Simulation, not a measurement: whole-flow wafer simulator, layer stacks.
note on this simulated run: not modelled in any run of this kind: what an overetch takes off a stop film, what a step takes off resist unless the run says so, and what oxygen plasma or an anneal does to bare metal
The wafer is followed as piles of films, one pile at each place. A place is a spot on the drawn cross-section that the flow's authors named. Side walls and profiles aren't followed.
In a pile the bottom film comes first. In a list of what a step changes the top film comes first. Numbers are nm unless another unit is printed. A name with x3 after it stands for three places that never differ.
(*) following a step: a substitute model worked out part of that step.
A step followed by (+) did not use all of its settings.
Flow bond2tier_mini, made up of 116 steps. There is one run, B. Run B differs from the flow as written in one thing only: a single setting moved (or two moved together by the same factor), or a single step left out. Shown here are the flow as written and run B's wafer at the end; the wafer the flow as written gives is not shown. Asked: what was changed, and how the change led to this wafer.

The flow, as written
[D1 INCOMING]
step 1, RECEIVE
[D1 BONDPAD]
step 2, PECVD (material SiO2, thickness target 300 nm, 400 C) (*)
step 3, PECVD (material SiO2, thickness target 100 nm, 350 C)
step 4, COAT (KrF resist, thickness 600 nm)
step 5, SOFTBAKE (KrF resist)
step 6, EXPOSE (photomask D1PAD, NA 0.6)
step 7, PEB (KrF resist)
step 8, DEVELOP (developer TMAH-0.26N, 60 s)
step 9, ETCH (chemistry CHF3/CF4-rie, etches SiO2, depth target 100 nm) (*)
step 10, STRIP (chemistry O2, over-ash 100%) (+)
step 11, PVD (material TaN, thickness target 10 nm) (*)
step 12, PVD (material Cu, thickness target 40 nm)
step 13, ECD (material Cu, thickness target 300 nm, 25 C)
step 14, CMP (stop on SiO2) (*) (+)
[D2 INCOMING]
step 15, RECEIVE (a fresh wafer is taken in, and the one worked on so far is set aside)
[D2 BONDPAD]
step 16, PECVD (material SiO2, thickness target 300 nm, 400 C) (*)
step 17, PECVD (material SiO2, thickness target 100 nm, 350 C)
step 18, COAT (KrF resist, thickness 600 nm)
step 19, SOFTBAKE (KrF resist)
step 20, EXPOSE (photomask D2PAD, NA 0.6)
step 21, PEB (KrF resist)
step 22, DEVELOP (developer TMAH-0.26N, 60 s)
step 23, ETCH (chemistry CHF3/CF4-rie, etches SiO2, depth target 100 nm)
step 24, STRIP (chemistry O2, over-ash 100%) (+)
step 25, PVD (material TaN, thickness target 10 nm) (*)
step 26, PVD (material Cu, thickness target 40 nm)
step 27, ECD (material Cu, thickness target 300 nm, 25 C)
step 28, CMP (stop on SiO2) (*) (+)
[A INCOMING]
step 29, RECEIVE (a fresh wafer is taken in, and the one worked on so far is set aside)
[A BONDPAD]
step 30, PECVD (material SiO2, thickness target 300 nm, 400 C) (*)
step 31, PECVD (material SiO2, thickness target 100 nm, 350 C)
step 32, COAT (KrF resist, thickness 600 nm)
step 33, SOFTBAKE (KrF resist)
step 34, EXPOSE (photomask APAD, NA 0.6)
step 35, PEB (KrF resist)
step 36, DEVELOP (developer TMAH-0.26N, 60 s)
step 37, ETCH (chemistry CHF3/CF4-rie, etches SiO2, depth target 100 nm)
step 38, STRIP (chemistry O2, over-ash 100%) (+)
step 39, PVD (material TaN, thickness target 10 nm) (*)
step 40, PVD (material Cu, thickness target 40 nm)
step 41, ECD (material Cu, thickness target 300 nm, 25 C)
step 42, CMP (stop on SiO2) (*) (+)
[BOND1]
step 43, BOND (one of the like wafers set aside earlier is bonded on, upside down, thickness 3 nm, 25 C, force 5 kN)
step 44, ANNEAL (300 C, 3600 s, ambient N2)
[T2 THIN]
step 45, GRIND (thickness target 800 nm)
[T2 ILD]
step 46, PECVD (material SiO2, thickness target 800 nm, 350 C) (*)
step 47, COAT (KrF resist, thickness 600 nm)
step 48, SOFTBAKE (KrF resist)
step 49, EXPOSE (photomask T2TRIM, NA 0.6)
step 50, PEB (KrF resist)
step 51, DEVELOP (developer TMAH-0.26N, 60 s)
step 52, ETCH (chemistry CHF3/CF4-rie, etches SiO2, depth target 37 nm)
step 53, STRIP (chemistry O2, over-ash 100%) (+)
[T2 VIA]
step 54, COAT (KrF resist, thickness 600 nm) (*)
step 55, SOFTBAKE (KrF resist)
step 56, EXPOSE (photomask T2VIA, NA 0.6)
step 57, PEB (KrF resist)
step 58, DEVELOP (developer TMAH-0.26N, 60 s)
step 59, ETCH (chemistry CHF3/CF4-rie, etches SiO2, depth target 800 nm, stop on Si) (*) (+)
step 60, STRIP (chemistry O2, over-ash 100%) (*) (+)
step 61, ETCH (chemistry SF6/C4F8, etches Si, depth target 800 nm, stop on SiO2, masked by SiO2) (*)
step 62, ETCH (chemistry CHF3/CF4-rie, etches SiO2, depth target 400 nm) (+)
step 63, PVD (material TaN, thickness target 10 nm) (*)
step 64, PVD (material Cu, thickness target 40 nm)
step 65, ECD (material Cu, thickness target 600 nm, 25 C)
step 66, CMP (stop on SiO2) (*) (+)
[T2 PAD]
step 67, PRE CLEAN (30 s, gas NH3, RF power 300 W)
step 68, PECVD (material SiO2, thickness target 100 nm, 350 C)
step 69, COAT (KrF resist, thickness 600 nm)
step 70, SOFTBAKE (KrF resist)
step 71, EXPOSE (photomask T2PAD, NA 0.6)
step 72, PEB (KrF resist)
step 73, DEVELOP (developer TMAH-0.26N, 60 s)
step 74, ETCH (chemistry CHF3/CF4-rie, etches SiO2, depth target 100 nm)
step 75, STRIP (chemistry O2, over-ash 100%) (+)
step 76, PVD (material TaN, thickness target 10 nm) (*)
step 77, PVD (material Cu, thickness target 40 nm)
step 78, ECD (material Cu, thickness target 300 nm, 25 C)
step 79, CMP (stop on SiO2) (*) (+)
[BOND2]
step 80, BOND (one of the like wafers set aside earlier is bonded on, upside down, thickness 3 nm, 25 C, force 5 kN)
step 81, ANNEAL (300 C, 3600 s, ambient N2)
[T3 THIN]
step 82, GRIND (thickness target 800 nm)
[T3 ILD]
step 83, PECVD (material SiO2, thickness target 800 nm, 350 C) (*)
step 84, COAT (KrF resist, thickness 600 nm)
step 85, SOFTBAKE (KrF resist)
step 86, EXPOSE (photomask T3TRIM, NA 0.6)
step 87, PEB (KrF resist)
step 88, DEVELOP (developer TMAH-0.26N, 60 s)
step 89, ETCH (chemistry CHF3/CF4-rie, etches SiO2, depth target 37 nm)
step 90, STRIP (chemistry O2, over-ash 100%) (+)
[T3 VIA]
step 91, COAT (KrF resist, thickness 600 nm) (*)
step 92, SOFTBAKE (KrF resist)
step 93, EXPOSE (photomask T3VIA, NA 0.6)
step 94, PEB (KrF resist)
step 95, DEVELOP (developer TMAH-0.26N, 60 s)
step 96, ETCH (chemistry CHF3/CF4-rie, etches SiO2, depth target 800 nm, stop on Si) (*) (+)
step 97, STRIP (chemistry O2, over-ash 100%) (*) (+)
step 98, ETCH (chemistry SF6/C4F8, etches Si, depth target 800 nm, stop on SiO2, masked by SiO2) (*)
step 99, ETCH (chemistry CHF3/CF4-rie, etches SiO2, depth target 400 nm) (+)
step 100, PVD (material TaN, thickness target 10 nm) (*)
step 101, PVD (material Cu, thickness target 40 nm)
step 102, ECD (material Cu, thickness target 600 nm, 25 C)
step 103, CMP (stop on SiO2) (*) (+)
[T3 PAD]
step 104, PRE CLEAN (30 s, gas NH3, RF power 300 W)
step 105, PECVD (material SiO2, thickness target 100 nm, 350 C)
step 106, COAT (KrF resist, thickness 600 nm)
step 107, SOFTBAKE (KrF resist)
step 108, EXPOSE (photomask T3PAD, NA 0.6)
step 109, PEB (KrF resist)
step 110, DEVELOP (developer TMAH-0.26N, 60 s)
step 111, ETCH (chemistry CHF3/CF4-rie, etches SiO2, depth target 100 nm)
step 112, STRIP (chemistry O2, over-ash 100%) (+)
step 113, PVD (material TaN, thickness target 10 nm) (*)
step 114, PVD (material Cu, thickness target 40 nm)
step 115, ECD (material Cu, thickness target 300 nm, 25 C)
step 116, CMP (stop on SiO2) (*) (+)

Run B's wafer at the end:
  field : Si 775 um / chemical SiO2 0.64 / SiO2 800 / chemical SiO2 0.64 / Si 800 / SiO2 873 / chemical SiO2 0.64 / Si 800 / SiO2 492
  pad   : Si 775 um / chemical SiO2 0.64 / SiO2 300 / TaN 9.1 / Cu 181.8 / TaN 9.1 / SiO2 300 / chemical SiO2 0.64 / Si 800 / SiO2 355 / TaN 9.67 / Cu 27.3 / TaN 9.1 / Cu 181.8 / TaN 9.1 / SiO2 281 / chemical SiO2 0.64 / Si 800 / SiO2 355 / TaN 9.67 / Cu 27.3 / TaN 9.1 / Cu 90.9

What caused this: step 17, PECVD: thickness target 81 nm was run, whereas the flow has thickness target 100 nm.

How this came from the change, step by step:
  step 17, PECVD (material SiO2, thickness target 100 nm, 350 C)
      field, pad, via: SiO2 gains 81 (as written it would have been: SiO2 gains 100)
  step 80, BOND (one of the like wafers set aside earlier is bonded on, upside down, thickness 3 nm, 25 C, force 5 kN)
      field: Si gains 775 um (new film), chemical SiO2 gains 0.64 (new film), SiO2 gains 381 (as written it would have been: Si gains 775 um (new film), chemical SiO2 gains 0.64 (new film), SiO2 gains 400)
      pad: Si gains 775 um (new film), chemical SiO2 gains 0.64 (new film), SiO2 gains 281 (new film), TaN gains 9.1 (new film), Cu gains 90.9 (as written it would have been: Si gains 775 um (new film), chemical SiO2 gains 0.64 (new film), SiO2 gains 300 (new film), TaN gains 9.1 (new film), Cu gains 90.9)
